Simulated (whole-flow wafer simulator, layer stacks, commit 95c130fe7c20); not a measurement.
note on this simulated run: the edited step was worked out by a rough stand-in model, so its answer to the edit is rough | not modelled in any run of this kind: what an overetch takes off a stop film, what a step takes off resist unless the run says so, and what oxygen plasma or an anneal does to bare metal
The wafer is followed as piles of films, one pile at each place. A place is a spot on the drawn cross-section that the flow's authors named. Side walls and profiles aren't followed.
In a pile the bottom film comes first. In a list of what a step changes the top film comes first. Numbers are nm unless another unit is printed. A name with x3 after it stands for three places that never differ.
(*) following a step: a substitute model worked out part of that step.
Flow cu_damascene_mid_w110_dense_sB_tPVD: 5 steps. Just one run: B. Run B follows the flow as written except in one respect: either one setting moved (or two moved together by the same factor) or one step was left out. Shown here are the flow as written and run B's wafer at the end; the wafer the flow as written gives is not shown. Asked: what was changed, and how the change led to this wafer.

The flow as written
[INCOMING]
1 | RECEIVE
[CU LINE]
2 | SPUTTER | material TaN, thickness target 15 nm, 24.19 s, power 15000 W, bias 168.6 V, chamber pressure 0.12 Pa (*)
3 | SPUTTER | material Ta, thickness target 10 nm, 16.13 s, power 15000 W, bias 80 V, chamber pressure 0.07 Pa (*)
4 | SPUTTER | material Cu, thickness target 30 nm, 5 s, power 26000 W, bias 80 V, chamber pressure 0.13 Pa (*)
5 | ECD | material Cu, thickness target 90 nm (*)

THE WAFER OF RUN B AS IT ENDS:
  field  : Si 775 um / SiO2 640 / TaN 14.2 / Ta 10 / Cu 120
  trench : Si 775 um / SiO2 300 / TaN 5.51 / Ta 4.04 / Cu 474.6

Cause: step 2, SPUTTER: bias 200.2 V was run, whereas the flow has bias 168.6 V.

How this came from the change, step by step:
  2 | SPUTTER | material TaN, thickness target 15 nm, 24.19 s, power 15000 W, bias 168.6 V, chamber pressure 0.12 Pa (*)
      field: +14.2 TaN (new film) (it would be, as written: +15 TaN (new film))
      trench: +5.51 TaN (new film) (it would be, as written: +6.23 TaN (new film))
